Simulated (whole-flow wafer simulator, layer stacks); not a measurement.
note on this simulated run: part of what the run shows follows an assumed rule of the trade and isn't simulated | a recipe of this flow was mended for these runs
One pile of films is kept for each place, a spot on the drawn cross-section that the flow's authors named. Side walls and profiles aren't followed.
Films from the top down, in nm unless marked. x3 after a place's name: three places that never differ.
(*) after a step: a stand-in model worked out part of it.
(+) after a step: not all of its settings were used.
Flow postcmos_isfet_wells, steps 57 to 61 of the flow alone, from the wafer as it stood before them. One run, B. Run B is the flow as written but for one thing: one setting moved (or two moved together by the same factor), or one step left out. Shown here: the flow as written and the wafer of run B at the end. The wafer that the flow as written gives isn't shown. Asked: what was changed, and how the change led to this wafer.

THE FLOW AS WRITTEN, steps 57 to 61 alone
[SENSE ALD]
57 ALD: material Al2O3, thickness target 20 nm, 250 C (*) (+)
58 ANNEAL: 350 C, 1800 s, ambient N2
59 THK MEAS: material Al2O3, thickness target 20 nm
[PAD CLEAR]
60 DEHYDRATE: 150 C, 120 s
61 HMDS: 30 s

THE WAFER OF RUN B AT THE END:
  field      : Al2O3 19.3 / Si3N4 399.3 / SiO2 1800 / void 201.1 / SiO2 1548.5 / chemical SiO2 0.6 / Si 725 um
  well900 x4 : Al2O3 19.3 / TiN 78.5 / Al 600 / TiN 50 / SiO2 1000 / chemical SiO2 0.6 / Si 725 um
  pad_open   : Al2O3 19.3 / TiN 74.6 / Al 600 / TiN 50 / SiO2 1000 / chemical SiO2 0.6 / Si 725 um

The cause: step 57, ALD: 273 C was run, where the flow has 250 C.

How the change led to this, step by step:
  57 ALD: material Al2O3, thickness target 20 nm, 250 C (*) (+)
      field, margin x3, well900 x4, pad_open: Al2O3 +19.3 (new film) (as written it would be: Al2O3 +20 (new film))
